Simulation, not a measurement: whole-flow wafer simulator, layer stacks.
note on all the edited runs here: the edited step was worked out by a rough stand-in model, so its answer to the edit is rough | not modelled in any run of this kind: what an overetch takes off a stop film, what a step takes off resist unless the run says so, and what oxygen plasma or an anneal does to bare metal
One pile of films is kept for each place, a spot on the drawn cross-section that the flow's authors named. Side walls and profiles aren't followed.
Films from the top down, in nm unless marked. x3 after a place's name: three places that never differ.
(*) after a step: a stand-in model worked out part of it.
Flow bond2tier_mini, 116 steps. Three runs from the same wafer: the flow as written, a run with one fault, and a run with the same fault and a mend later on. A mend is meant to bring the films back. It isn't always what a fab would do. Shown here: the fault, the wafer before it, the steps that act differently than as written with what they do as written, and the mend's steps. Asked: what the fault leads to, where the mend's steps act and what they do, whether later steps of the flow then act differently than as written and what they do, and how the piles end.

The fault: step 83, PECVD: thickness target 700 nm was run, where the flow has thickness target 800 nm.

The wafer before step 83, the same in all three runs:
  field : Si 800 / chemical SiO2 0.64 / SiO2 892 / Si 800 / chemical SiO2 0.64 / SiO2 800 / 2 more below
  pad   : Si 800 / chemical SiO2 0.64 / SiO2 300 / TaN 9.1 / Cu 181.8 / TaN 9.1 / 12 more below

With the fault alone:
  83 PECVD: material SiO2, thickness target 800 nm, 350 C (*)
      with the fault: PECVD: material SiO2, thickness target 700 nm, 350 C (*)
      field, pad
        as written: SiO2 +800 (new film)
        with the fault: SiO2 +700 (new film)
  No later step of the flow acts differently than as written at any place that is followed.
  At the end the piles differ from the flow's by more than 2% or 0.5 nm, whichever is larger, at field, pad.
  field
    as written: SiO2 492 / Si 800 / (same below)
    with the fault: SiO2 392 / Si 800 / (same below)
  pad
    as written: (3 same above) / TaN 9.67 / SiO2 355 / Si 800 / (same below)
    with the fault: (3 same above) / TaN 9.67 / SiO2 255 / Si 800 / (same below)

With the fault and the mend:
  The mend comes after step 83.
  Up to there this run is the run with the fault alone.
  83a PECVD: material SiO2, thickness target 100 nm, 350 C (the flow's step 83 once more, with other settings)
      field, pad
        SiO2 +100
  No later step of the flow acts differently than as written at any place that is followed.
  At the end the piles are the same as the flow's at every place that both follow.
